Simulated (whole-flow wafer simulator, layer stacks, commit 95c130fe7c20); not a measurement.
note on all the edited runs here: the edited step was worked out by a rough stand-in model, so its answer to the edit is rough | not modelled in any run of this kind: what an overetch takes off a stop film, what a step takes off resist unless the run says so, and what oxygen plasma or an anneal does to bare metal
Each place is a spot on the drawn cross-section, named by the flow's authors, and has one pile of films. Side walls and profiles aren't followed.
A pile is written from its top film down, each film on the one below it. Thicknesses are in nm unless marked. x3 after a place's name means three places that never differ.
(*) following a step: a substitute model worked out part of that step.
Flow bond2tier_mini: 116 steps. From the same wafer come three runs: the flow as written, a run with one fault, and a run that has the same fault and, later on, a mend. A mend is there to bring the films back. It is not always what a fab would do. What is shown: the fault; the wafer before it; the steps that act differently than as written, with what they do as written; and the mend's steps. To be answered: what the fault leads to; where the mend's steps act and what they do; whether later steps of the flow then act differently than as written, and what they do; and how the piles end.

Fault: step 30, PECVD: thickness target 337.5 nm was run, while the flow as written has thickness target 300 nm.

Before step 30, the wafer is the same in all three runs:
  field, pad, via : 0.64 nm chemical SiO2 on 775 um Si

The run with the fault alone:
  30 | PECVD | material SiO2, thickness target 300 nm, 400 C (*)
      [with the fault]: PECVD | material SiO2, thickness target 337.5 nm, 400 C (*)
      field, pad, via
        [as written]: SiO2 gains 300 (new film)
        [with the fault]: SiO2 gains 337.5 (new film)
  Later steps of the flow that are run all act as written at every place that is followed.
  At field, pad, the piles at the end differ from the flow's by more than 2% or 0.5 nm, whichever is larger.
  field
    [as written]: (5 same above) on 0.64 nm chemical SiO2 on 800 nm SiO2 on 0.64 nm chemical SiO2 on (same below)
    [with the fault]: (5 same above) on 0.64 nm chemical SiO2 on 837.5 nm SiO2 on 0.64 nm chemical SiO2 on (same below)
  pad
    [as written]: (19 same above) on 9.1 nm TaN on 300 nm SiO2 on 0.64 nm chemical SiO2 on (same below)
    [with the fault]: (19 same above) on 9.1 nm TaN on 337.5 nm SiO2 on 0.64 nm chemical SiO2 on (same below)

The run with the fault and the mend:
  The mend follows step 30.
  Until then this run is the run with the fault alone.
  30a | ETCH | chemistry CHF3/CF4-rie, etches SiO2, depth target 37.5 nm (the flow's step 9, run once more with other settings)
      field, pad, via
        SiO2 loses 37.5
  Later steps of the flow that are run all act as written at every place that is followed.
  At every place that both follow, the piles at the end match the flow's.
